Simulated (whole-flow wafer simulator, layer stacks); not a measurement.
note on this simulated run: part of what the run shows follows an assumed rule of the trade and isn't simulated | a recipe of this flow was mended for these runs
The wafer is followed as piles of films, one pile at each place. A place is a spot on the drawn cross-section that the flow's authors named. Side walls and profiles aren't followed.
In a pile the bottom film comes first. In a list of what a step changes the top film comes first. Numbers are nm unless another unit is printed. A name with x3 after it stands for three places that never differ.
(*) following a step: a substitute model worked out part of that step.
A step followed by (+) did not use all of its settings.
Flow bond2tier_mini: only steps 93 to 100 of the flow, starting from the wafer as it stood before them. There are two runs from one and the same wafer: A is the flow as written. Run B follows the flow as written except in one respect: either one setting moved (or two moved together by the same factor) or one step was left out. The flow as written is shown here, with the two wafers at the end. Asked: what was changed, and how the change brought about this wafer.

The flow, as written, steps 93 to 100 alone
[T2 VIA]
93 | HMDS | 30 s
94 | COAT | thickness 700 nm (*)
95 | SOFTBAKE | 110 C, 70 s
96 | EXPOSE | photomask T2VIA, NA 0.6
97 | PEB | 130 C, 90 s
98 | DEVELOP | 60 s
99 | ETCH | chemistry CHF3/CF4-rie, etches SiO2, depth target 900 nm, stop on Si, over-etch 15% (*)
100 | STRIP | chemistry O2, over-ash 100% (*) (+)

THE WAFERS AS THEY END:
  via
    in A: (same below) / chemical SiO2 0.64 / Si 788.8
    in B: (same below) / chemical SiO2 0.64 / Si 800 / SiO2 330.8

Cause: step 99, ETCH: depth target 495 nm was run, though the flow has depth target 900 nm.

The path from the change to this, step by step:
  99 | ETCH | chemistry CHF3/CF4-rie, etches SiO2, depth target 900 nm, stop on Si, over-etch 15% (*)
      via: A SiO2 loses 900 (all of it), Si loses 11.2 | B SiO2 loses 569.2
      field: A thick-KrF-resist loses 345 | B thick-KrF-resist loses 189.7
      (also at 1 further place)
  100 | STRIP | chemistry O2, over-ash 100% (*) (+)
      field: A thick-KrF-resist loses 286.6 (all of it) | B thick-KrF-resist loses 441.9 (all of it)
      pad: A thick-KrF-resist loses 372.9 (all of it) | B thick-KrF-resist loses 528.2 (all of it)
